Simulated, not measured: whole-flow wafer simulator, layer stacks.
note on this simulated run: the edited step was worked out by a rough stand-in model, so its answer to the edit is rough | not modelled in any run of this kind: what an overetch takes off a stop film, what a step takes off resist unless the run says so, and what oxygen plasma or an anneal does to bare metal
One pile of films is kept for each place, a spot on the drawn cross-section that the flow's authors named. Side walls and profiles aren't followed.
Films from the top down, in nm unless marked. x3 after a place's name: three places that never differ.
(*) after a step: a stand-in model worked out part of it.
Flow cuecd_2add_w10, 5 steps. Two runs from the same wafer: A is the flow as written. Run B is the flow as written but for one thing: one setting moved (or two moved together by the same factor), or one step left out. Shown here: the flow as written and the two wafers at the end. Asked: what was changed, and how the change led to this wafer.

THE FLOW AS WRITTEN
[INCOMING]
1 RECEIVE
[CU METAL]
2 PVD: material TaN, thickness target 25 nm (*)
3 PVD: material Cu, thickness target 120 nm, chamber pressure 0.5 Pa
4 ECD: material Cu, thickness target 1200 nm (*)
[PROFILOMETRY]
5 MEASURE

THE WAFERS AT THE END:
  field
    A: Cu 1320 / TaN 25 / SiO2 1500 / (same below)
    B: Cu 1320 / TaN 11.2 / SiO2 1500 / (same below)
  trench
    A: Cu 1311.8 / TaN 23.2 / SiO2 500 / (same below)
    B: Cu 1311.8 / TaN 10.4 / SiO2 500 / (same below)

The cause: step 2, PVD: thickness target 11.2 nm was run, where the flow has thickness target 25 nm.
It can be read off the wafer: field has TaN 11.2, and step 2 as written asks for 25 nm.

How the change led to this, step by step:
  2 PVD: material TaN, thickness target 25 nm (*)
      field: A TaN +25 (new film) | B TaN +11.2 (new film)
      trench: A TaN +23.2 (new film) | B TaN +10.4 (new film)
